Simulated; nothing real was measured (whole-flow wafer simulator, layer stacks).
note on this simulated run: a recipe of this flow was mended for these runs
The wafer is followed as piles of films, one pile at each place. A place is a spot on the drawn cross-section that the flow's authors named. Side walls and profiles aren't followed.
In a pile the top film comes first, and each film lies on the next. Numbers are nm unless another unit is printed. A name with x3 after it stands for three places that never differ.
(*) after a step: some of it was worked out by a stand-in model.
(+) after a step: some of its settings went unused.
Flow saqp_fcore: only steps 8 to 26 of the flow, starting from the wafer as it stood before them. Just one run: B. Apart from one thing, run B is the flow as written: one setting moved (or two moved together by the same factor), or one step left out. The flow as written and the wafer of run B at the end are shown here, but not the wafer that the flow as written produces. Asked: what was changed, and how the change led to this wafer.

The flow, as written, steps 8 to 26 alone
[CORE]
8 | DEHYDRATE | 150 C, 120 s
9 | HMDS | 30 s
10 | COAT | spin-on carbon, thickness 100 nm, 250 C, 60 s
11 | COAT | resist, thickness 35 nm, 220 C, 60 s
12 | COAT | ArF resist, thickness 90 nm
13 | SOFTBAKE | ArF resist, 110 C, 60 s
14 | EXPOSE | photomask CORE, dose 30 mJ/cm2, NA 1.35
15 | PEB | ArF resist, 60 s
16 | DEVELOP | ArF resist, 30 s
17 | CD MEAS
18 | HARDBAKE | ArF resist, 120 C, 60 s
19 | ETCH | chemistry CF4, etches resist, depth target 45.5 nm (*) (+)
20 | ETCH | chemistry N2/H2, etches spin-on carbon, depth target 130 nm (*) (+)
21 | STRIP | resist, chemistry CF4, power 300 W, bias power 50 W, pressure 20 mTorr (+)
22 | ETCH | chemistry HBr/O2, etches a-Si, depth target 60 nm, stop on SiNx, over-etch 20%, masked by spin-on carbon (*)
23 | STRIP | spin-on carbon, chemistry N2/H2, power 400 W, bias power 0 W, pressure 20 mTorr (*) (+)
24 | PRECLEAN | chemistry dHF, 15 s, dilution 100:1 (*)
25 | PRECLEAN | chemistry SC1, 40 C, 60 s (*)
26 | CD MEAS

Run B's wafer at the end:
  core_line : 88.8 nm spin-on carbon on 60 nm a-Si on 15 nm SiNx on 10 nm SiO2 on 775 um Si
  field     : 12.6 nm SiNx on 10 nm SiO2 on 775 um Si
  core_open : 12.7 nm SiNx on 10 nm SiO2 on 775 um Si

Cause: step 23, STRIP: spin-on carbon, chemistry N2/H2, power 400 W, bias power 0 W, pressure 20 mTorr (*) (+), was not run.

The path from the change to this, step by step:
  25 | PRECLEAN | chemistry SC1, 40 C, 60 s (*)
      core_line: nothing (it would be, as written: chemical SiO2 gains 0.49 (new film), a-Si loses 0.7)
